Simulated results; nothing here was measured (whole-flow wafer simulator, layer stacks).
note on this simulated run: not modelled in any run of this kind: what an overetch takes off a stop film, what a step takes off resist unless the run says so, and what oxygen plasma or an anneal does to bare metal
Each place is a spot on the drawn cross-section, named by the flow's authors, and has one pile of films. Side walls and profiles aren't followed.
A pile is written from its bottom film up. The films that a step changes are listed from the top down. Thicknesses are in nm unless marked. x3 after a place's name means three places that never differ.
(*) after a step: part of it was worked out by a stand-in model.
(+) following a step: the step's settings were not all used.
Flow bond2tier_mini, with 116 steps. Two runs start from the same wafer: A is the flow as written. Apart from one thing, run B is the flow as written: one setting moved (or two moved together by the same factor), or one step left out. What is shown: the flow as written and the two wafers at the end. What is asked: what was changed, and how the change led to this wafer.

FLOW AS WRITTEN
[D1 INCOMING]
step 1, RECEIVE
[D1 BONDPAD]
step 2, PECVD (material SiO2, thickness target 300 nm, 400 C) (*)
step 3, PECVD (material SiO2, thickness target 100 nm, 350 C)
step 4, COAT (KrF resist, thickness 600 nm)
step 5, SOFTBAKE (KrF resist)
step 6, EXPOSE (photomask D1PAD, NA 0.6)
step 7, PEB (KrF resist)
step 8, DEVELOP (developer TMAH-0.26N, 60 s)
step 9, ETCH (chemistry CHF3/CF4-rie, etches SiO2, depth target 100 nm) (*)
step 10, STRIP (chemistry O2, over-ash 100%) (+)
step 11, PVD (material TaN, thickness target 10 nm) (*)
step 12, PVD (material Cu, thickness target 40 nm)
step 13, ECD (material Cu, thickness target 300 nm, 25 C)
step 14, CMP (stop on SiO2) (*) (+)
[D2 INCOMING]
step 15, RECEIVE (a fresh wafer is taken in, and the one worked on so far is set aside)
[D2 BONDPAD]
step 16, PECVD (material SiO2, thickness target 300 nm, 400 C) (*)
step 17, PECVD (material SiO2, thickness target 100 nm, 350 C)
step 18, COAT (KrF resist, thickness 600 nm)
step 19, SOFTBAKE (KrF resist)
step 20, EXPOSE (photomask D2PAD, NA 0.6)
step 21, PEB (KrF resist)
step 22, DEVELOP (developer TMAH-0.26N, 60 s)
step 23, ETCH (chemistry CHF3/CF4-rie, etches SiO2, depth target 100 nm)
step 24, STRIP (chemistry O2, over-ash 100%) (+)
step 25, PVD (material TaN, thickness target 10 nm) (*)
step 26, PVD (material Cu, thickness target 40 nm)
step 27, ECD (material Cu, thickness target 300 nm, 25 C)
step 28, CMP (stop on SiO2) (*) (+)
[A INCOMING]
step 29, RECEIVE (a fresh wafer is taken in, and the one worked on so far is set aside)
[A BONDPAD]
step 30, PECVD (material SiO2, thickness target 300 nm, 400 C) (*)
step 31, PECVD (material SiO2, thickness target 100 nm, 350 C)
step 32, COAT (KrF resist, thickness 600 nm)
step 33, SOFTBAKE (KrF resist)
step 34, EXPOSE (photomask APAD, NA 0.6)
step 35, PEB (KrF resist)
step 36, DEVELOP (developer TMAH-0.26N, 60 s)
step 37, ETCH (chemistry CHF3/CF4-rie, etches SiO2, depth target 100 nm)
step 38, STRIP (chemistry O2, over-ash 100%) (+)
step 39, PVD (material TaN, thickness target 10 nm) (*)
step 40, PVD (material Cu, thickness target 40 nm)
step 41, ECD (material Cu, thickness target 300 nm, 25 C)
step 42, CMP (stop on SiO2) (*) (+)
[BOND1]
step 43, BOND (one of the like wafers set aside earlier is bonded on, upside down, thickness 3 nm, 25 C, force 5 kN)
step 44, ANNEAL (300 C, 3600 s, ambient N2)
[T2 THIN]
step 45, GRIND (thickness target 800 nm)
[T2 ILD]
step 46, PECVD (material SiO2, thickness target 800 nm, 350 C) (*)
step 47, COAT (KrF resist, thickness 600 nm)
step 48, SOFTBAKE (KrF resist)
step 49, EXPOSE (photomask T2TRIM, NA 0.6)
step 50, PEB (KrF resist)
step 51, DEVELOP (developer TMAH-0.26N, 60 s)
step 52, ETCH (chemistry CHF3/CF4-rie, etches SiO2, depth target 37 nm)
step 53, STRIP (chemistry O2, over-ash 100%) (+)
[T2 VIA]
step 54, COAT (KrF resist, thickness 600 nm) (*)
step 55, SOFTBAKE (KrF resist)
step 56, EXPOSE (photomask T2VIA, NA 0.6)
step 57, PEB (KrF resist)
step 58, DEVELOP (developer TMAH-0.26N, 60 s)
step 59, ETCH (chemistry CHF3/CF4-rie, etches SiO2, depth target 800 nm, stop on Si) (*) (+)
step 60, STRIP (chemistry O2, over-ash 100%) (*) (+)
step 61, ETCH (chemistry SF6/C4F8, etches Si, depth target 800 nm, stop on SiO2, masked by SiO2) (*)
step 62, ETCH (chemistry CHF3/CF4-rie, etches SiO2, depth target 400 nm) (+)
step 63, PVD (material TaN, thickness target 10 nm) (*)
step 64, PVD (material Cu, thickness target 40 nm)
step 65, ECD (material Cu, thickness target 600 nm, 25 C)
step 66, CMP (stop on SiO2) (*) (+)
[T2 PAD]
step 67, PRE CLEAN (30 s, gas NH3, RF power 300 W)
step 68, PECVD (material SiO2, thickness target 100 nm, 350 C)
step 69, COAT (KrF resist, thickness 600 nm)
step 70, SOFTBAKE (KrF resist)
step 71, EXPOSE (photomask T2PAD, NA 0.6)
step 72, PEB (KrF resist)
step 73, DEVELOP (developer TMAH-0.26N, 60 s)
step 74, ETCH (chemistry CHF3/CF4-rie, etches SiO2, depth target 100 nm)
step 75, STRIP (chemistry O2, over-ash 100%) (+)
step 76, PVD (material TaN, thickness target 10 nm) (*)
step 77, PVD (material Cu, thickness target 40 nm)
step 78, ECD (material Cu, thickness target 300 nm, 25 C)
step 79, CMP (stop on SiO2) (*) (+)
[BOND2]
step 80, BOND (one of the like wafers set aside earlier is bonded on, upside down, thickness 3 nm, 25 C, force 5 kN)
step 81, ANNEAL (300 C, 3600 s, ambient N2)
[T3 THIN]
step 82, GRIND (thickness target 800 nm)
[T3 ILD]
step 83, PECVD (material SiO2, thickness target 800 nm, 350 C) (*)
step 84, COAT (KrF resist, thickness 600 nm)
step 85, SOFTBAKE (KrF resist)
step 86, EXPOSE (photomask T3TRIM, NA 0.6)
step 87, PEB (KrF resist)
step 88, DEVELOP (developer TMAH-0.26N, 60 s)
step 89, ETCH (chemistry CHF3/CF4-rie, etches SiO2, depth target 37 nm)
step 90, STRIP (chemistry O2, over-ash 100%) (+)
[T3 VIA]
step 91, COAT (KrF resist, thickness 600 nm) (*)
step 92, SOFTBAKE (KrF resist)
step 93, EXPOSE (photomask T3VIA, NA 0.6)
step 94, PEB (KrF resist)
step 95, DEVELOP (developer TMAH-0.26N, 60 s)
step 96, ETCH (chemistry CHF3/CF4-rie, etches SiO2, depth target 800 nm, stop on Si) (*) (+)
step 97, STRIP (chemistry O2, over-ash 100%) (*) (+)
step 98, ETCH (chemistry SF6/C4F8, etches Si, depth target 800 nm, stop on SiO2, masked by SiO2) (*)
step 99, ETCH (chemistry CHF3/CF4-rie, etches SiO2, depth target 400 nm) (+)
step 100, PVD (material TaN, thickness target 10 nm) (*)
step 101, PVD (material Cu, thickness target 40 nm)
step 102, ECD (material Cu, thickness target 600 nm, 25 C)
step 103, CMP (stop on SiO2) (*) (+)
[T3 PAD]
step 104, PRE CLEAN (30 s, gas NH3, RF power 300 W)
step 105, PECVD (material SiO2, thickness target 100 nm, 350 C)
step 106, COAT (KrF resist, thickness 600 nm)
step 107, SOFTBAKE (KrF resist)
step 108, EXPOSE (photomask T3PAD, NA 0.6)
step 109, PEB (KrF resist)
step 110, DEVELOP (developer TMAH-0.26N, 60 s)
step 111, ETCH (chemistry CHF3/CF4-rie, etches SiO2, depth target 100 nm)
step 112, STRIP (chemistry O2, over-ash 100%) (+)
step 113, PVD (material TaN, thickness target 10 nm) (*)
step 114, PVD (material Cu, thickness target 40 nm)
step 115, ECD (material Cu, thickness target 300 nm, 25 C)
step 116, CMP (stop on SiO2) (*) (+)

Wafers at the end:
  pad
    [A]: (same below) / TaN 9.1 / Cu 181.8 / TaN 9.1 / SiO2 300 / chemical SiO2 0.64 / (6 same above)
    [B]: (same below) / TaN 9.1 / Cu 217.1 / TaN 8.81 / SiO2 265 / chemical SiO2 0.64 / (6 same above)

The reason: step 23, ETCH: depth target 135 nm was run, though the flow has depth target 100 nm.

The path from the change to this, step by step:
  step 23, ETCH (chemistry CHF3/CF4-rie, etches SiO2, depth target 100 nm)
      pad, via: A -100 SiO2 | B -135 SiO2
      field: A -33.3 KrF resist | B -45 KrF resist
  step 24, STRIP (chemistry O2, over-ash 100%) (+)
      field: A -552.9 KrF resist (all of it) | B -541.3 KrF resist (all of it)
  step 26, PVD (material Cu, thickness target 40 nm)
      pad: A +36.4 Cu (new film) | B +35.2 Cu (new film)
  step 27, ECD (material Cu, thickness target 300 nm, 25 C)
      pad: A +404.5 Cu | B +441 Cu
      via: A +400.2 Cu | B +435.4 Cu
  step 80, BOND (one of the like wafers set aside earlier is bonded on, upside down, thickness 3 nm, 25 C, force 5 kN)
      pad: A +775 um Si (new film), +0.64 chemical SiO2 (new film), +300 SiO2 (new film), +9.1 TaN (new film), +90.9 Cu | B +775 um Si (new film), +0.64 chemical SiO2 (new film), +265 SiO2 (new film), +8.81 TaN (new film), +126.2 Cu
